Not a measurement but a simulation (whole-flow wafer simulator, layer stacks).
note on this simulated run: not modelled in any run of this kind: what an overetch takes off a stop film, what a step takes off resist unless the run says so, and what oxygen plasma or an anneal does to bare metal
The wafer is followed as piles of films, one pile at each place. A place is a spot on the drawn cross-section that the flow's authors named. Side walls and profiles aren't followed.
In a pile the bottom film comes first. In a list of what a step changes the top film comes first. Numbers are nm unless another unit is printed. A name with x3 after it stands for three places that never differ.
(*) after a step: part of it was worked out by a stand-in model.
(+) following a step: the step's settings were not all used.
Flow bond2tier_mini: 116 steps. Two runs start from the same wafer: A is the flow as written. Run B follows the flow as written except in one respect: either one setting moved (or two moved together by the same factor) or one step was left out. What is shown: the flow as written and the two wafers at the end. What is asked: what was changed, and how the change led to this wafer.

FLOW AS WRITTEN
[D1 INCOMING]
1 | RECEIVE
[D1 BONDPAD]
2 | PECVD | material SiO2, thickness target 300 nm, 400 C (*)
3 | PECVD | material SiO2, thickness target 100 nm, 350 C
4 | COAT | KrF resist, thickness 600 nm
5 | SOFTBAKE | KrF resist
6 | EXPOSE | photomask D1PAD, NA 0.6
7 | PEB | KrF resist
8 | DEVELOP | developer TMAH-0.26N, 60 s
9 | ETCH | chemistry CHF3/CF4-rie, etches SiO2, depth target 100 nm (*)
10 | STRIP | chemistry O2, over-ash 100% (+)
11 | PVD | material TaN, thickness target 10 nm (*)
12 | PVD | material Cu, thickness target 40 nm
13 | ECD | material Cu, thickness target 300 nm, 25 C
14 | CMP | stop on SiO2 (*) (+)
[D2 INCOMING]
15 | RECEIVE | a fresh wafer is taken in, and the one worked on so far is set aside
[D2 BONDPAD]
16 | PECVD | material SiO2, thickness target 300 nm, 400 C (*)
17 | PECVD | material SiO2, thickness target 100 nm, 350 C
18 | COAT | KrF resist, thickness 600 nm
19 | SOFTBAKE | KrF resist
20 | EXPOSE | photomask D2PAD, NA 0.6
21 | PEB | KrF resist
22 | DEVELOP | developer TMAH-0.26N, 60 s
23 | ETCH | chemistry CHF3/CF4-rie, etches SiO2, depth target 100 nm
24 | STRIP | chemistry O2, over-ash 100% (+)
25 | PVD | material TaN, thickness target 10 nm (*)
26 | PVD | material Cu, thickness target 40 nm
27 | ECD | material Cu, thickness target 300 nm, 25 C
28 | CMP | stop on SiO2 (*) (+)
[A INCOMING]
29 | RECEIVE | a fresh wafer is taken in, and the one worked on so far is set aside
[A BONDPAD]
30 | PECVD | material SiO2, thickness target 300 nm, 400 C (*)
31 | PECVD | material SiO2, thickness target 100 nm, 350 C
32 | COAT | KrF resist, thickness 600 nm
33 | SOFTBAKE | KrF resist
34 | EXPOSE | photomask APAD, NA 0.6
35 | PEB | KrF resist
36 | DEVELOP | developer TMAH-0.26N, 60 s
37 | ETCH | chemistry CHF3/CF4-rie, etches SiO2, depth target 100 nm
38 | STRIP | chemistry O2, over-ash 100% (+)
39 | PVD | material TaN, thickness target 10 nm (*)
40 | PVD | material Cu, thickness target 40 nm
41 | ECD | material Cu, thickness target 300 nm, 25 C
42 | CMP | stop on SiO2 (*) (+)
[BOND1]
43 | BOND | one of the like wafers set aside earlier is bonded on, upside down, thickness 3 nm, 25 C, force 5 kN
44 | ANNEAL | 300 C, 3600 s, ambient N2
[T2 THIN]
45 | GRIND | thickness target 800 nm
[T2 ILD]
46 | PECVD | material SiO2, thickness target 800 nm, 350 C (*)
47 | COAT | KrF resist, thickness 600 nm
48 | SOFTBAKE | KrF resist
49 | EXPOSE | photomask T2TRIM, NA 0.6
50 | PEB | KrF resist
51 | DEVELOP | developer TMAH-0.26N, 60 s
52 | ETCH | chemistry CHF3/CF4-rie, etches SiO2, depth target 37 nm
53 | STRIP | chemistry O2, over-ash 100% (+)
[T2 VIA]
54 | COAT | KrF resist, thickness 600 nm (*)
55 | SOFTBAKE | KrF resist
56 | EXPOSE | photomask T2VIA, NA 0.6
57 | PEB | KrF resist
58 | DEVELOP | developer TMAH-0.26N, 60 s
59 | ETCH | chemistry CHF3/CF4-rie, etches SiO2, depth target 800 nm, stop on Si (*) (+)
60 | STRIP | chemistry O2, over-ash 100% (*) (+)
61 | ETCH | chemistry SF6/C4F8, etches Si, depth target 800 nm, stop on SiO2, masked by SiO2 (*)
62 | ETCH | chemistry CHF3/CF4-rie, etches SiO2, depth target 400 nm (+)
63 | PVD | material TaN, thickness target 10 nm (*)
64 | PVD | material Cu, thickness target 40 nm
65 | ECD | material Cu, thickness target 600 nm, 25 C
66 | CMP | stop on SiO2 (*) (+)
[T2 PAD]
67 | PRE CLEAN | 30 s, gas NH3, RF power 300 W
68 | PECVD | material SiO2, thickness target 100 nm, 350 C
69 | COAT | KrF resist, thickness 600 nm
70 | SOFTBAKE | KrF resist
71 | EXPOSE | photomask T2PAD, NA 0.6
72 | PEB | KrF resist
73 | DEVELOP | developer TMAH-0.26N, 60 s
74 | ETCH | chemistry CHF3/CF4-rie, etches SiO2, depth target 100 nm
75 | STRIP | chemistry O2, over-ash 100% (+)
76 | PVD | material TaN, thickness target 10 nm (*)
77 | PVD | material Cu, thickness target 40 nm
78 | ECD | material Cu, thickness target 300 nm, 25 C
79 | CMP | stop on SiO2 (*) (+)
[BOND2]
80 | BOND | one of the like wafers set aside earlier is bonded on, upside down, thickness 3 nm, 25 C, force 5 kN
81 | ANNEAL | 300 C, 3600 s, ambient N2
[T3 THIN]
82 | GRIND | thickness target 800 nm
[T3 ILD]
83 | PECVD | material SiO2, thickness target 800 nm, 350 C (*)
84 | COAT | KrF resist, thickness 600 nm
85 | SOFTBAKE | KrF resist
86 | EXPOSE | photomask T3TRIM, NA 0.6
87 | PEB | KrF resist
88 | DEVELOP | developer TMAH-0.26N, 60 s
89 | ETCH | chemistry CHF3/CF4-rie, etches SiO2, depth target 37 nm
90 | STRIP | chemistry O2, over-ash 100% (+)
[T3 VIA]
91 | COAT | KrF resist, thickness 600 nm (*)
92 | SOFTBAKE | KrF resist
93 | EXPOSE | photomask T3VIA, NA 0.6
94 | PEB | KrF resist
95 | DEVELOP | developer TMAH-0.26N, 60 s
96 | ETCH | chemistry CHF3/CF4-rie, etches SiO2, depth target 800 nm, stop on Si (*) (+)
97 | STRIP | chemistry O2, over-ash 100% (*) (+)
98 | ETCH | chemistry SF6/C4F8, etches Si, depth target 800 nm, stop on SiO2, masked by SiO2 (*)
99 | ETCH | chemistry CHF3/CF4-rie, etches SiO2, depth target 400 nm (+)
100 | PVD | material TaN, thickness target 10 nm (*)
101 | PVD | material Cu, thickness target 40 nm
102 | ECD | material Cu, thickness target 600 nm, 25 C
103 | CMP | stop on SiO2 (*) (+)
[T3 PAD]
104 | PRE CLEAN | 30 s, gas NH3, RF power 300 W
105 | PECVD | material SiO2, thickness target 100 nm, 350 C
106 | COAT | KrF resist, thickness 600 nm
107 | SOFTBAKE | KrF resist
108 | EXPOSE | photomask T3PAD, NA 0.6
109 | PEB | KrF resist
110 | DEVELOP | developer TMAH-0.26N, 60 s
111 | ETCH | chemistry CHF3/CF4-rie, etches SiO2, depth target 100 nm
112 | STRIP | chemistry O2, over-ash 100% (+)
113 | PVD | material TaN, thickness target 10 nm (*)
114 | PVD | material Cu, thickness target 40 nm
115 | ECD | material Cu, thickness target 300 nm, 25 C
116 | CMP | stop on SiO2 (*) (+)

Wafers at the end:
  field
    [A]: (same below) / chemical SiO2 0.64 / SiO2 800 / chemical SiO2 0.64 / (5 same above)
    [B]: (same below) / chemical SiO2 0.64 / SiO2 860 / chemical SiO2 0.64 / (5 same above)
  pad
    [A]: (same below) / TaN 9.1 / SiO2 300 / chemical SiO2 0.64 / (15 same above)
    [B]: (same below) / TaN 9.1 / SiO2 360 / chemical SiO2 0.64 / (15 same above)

The reason: step 3, PECVD: thickness target 160 nm was run, though the flow has thickness target 100 nm.

The path from the change to this, step by step:
  3 | PECVD | material SiO2, thickness target 100 nm, 350 C
      field, pad, via: A SiO2 gains 100 | B SiO2 gains 160
  43 | BOND | one of the like wafers set aside earlier is bonded on, upside down, thickness 3 nm, 25 C, force 5 kN
      field: A Si gains 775 um (new film), chemical SiO2 gains 0.64 (new film), SiO2 gains 400 | B Si gains 775 um (new film), chemical SiO2 gains 0.64 (new film), SiO2 gains 460
      pad: A Si gains 775 um (new film), chemical SiO2 gains 0.64 (new film), SiO2 gains 300 (new film), TaN gains 9.1 (new film), Cu gains 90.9 | B Si gains 775 um (new film), chemical SiO2 gains 0.64 (new film), SiO2 gains 360 (new film), TaN gains 9.1 (new film), Cu gains 90.9
      (also at 1 further place)
